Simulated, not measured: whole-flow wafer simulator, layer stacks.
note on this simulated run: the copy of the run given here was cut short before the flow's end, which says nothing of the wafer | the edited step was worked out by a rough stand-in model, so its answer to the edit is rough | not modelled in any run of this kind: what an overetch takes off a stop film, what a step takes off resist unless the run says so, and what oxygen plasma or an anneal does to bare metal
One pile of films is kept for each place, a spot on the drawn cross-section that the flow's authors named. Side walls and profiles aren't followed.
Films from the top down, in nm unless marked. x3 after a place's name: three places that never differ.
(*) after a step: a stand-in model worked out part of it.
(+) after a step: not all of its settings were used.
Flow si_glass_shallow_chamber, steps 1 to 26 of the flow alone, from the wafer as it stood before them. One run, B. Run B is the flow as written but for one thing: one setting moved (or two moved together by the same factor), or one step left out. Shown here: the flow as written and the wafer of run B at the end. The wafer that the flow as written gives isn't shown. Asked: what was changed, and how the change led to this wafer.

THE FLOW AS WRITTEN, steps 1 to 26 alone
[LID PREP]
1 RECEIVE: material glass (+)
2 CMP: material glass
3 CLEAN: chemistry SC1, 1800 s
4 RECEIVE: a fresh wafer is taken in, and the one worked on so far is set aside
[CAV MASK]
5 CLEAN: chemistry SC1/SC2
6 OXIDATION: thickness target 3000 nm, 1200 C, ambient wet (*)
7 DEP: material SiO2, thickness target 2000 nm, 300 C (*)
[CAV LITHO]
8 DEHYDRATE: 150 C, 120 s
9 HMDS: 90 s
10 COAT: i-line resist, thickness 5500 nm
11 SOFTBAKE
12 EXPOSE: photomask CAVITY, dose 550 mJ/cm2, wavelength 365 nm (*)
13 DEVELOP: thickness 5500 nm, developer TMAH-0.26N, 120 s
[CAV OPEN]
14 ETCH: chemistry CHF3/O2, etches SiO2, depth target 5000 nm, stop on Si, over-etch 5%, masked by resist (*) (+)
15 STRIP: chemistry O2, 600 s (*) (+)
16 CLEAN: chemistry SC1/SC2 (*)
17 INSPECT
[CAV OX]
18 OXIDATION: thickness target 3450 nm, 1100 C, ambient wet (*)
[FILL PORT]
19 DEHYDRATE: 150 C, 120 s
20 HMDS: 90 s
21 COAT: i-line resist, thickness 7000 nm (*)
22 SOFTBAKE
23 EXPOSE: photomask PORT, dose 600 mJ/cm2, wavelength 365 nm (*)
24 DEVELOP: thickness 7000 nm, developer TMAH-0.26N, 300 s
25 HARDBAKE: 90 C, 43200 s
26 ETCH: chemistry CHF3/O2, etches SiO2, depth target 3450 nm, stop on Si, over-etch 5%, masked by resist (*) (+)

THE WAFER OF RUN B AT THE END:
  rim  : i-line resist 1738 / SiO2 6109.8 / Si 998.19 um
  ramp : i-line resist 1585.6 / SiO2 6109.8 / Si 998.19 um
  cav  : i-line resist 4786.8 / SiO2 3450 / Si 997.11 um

The cause: step 26, ETCH: over-etch 3.88% was run, where the flow has over-etch 5%.

How the change led to this, step by step:
  26 ETCH: chemistry CHF3/O2, etches SiO2, depth target 3450 nm, stop on Si, over-etch 5%, masked by resist (*) (+)
      port: SiO2 -3450 (all of it), Si -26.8 (as written it would be: SiO2 -3450 (all of it), Si -34.5)
